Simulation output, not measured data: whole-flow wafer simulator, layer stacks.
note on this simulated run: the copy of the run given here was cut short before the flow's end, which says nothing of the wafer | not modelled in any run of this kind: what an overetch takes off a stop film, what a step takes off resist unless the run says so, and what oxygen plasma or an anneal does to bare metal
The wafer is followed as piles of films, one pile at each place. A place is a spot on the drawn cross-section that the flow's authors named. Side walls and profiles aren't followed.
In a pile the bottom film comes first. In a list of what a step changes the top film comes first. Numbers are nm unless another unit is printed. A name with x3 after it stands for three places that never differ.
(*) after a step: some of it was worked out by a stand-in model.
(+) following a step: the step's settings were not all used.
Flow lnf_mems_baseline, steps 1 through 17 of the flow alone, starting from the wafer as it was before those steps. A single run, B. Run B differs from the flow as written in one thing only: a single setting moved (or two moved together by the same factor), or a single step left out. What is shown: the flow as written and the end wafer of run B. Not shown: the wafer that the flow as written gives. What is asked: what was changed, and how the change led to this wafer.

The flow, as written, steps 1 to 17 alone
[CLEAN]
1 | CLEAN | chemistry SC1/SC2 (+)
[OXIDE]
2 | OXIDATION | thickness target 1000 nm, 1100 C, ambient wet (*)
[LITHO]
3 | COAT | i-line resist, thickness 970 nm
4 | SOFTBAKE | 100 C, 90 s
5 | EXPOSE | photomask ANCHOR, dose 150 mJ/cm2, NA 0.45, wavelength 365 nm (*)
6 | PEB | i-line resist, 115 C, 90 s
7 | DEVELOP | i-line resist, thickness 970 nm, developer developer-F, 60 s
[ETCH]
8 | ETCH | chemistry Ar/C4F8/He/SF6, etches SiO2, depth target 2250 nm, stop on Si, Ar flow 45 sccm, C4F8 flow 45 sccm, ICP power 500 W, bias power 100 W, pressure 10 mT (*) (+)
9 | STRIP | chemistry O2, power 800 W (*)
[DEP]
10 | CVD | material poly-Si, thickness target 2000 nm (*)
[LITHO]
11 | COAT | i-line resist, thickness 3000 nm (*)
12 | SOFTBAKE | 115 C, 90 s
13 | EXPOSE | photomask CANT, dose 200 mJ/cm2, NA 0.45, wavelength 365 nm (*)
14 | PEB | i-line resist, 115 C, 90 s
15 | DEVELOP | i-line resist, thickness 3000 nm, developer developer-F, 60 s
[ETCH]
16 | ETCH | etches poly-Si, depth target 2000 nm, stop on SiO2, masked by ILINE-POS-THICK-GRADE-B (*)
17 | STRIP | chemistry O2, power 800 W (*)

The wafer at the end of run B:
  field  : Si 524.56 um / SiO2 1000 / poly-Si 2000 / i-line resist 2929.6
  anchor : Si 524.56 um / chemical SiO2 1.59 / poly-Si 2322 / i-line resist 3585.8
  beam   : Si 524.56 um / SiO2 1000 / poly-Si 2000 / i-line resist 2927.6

What caused this: step 17, STRIP: chemistry O2, power 800 W (*), was omitted.

The path from the change to this, step by step:
  (no step that both runs have acts differently)
